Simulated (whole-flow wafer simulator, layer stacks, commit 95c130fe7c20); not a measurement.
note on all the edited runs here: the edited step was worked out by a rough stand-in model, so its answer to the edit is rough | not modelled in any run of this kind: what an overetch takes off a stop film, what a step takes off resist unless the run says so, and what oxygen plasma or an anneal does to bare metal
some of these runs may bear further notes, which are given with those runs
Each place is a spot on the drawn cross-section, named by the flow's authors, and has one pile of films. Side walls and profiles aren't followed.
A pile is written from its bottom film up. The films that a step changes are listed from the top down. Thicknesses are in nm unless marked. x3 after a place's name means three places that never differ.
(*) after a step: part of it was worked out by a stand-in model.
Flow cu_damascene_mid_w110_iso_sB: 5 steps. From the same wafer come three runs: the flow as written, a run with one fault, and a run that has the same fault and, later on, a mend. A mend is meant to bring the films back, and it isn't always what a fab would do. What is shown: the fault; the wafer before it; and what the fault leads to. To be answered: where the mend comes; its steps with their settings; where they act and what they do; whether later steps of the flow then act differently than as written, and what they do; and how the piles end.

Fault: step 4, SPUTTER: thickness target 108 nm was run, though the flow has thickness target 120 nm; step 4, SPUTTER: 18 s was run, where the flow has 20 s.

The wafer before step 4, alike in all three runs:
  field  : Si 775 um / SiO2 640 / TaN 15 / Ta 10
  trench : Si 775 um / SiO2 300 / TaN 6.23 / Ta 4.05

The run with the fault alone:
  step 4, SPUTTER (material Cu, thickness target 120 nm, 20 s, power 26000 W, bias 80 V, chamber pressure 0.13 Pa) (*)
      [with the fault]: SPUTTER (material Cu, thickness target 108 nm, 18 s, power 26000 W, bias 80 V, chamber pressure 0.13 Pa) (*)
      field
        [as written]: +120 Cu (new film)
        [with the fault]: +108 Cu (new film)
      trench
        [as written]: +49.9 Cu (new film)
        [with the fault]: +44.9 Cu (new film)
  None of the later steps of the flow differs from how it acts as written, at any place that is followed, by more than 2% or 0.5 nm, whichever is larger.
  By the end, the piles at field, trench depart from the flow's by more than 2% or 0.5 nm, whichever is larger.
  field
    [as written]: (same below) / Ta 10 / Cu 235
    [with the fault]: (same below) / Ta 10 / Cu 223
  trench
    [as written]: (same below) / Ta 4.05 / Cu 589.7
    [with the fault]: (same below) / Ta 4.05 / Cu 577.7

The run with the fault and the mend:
  After step 4 comes the mend.
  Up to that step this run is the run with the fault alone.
  step 4a, SPUTTER (material Cu, thickness target 12 nm, 2 s, power 26000 W, bias 80 V, chamber pressure 0.13 Pa) (*) (the flow's step 4 again, with other settings)
      field
        +12 Cu
      trench
        +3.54 Cu
  None of the later steps of the flow differs from how it acts as written, at any place that is followed, by more than 2% or 0.5 nm, whichever is larger.
  At every place that both follow, the piles at the end match the flow's.
